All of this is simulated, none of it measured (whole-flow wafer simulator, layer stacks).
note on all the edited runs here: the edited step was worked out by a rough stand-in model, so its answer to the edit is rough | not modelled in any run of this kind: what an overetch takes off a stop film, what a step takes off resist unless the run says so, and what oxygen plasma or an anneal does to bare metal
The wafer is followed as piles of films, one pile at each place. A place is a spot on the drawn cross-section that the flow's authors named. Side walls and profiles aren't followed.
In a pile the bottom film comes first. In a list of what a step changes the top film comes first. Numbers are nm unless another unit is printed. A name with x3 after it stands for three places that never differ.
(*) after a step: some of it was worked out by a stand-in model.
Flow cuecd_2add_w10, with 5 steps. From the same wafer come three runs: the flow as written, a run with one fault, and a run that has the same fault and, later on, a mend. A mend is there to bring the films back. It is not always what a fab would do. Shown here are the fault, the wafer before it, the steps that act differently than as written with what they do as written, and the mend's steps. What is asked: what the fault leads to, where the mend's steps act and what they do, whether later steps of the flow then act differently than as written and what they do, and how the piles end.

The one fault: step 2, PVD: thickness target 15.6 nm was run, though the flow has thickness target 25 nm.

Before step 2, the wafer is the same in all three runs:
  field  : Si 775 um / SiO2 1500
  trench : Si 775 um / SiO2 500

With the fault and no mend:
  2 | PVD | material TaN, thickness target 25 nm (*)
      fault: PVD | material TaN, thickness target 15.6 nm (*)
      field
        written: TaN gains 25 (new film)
        fault: TaN gains 15.6 (new film)
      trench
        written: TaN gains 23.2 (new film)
        fault: TaN gains 14.5 (new film)
  Later steps of the flow that are run all act as written at every place that is followed.
  At field, trench, the piles at the end differ from the flow's by more than 2% or 0.5 nm, whichever is larger.
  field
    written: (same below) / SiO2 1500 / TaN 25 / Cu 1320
    fault: (same below) / SiO2 1500 / TaN 15.6 / Cu 1320
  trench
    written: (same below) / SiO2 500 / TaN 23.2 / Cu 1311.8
    fault: (same below) / SiO2 500 / TaN 14.5 / Cu 1311.8

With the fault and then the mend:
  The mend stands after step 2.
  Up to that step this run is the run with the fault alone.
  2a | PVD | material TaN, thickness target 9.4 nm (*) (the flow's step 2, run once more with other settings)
      field
        TaN gains 9.4
      trench
        TaN gains 8.71
  Later steps of the flow that are run all act as written at every place that is followed.
  By the end, the piles equal the flow's at every place that both follow.
